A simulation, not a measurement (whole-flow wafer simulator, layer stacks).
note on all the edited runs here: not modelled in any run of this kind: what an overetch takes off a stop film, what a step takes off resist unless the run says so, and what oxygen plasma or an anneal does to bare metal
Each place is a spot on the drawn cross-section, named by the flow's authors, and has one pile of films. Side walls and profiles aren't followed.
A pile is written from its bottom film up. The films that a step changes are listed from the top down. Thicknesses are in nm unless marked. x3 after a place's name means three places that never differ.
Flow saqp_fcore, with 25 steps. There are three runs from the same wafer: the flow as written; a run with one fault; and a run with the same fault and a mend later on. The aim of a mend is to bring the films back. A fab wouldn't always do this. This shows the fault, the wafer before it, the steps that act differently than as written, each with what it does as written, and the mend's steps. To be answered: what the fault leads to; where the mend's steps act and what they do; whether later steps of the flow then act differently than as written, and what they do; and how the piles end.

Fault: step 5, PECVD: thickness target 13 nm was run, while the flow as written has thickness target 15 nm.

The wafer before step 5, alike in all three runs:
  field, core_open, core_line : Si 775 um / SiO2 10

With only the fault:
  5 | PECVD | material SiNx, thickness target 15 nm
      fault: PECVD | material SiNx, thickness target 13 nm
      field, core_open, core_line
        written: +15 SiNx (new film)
        fault: +13 SiNx (new film)
  Every later step of the flow that is run acts as written at every place that is followed.
  The piles end different from the flow's at field, core_open, core_line by more than 2% or 0.5 nm, whichever is larger.
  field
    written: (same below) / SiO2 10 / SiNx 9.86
    fault: (same below) / SiO2 10 / SiNx 7.86
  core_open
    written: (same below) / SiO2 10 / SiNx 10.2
    fault: (same below) / SiO2 10 / SiNx 8.18
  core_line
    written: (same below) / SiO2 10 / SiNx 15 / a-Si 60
    fault: (same below) / SiO2 10 / SiNx 13 / a-Si 60

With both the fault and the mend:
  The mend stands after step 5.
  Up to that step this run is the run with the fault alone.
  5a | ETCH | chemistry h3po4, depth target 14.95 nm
      field, core_open, core_line
        -13 SiNx (all of it)
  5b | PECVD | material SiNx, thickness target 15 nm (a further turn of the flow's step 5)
      field, core_open, core_line
        +15 SiNx (new film)
  Every later step of the flow that is run acts as written at every place that is followed.
  At every place that both follow, the piles at the end match the flow's.
